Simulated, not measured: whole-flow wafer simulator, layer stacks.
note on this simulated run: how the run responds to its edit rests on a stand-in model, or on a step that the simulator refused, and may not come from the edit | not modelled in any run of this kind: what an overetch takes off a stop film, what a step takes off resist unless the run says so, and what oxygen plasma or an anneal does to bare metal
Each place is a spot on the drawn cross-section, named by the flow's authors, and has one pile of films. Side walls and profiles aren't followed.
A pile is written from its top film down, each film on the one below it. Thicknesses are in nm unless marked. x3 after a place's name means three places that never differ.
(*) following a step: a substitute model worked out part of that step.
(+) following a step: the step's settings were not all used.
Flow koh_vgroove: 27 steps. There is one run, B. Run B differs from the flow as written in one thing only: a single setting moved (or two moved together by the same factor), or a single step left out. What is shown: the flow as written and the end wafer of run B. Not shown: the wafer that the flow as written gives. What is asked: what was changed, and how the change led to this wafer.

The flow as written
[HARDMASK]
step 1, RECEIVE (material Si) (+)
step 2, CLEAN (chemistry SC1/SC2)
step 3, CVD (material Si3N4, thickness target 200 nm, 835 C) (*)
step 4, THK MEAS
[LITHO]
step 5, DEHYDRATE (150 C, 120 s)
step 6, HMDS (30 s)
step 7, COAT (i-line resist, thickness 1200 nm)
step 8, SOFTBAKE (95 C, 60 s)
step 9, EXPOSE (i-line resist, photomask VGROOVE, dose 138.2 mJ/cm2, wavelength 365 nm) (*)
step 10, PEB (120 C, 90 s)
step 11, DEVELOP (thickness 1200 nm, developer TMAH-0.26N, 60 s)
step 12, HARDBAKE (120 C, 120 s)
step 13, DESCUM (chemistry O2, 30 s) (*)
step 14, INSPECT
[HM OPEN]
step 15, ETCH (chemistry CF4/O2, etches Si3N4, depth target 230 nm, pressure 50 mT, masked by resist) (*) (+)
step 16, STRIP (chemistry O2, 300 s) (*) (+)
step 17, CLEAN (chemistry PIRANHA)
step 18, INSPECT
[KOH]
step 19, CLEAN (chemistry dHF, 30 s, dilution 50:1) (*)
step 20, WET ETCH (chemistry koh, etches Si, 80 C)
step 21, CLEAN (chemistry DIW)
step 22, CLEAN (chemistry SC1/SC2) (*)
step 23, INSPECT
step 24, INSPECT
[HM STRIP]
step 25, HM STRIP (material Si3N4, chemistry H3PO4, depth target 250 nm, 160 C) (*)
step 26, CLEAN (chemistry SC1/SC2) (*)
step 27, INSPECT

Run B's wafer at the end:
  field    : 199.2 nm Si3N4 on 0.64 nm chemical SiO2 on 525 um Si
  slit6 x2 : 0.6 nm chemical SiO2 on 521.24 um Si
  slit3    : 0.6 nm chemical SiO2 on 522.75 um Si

Cause: step 25, HM STRIP: material Si3N4, chemistry H3PO4, depth target 250 nm, 160 C (*), was omitted.

The path from the change to this, step by step:
  (no step that both runs have acts differently by more than 2% or 0.5 nm, whichever is larger)
